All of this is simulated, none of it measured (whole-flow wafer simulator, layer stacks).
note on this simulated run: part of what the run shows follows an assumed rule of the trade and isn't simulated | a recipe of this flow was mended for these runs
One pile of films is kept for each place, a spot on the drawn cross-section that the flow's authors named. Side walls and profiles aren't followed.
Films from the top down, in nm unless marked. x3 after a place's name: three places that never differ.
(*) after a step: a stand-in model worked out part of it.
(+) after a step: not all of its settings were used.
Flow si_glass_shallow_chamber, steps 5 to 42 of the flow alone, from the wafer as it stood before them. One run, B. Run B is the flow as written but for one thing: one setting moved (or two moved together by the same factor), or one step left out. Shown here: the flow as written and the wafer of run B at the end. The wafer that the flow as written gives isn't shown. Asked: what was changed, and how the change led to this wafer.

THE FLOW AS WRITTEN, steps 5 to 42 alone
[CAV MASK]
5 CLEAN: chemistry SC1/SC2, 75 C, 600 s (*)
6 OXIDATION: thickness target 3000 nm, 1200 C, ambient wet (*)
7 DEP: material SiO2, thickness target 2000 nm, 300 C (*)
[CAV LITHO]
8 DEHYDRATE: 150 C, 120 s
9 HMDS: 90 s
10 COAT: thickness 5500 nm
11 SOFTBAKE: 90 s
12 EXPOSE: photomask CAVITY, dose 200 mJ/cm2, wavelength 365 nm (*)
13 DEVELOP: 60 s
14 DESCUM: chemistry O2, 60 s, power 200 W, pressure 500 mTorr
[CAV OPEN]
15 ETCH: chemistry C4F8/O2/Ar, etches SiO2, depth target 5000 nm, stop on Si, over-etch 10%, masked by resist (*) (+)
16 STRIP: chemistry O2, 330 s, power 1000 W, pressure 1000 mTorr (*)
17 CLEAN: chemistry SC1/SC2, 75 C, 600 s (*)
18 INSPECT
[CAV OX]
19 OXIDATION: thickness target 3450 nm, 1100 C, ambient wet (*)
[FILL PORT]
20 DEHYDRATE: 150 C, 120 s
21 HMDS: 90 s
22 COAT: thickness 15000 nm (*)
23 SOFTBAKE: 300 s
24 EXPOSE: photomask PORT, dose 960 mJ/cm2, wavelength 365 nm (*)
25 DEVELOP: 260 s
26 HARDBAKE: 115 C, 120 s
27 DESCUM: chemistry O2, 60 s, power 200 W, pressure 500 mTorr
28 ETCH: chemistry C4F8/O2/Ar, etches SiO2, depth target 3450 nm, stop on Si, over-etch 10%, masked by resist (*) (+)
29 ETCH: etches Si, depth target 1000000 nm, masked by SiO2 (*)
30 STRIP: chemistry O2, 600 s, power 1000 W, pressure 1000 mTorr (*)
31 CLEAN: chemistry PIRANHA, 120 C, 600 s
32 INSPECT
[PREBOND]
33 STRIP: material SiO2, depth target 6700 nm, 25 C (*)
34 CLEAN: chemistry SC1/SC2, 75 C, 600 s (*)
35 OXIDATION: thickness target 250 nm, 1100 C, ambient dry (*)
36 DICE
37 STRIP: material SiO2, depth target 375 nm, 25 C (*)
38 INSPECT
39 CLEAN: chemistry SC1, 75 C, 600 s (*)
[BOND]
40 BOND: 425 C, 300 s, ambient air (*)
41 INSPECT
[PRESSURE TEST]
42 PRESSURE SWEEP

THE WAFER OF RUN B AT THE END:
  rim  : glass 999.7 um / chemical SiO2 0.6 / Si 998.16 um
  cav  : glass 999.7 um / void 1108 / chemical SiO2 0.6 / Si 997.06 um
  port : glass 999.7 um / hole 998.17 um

The cause: step 6, OXIDATION: thickness target 2719 nm was run, where the flow has thickness target 3000 nm.

How the change led to this, step by step:
  6 OXIDATION: thickness target 3000 nm, 1200 C, ambient wet (*)
      rim, ramp, cav, port, septum, ring: SiO2 +2719 (new film), chemical SiO2 -0.6 (all of it), Si -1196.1 (as written it would be: SiO2 +3000 (new film), chemical SiO2 -0.6 (all of it), Si -1319.7)
  15 ETCH: chemistry C4F8/O2/Ar, etches SiO2, depth target 5000 nm, stop on Si, over-etch 10%, masked by resist (*) (+)
      rim, ramp, septum, ring: thick-i-line-resist -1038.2 (as written it would be: thick-i-line-resist -1100)
      cav, port: SiO2 -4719 (all of it), Si -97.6 (as written it would be: SiO2 -5000 (all of it), Si -62.5)
  19 OXIDATION: thickness target 3450 nm, 1100 C, ambient wet (*)
      rim, ramp, septum, ring: SiO2 +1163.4, Si -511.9 (as written it would be: SiO2 +1110.9, Si -488.8)
  22 COAT: thickness 15000 nm (*)
      rim: thick-i-line-resist +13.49 um (new film) (as written it would be: thick-i-line-resist +13.4 um (new film))
      ramp: thick-i-line-resist +13.01 um (new film) (as written it would be: thick-i-line-resist +12.89 um (new film))
      (and at 3 more places)
  23 SOFTBAKE: 300 s
      rim: thick-i-line-resist -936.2 (as written it would be: thick-i-line-resist -997)
      ramp: thick-i-line-resist -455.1 (as written it would be: thick-i-line-resist -487.1)
      (and at 4 more places)
  25 DEVELOP: 260 s
      port: thick-i-line-resist -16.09 um (all of it) (as written it would be: thick-i-line-resist -16.16 um (all of it))
  29 ETCH: etches Si, depth target 1000000 nm, masked by SiO2 (*)
      rim, ramp: thick-i-line-resist -11.62 um (all of it), SiO2 -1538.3 (as written it would be: thick-i-line-resist -11.47 um (all of it), SiO2 -1617.3)
      port: hole +997.14 um (new film), Si -997.14 um (all of it) (as written it would be: hole +997.05 um (new film), Si -997.05 um (all of it))
      (and at 2 more places)
  30 STRIP: chemistry O2, 600 s, power 1000 W, pressure 1000 mTorr (*)
      cav: thick-i-line-resist -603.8 (all of it) (as written it would be: thick-i-line-resist -669.6 (all of it))
  33 STRIP: material SiO2, depth target 6700 nm, 25 C (*)
      rim, ramp: SiO2 -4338 (all of it) (as written it would be: SiO2 -4487.5 (all of it))
      septum: SiO2 -5510.5 (all of it) (as written it would be: SiO2 -5732.1 (all of it))
      (and at 1 more place)
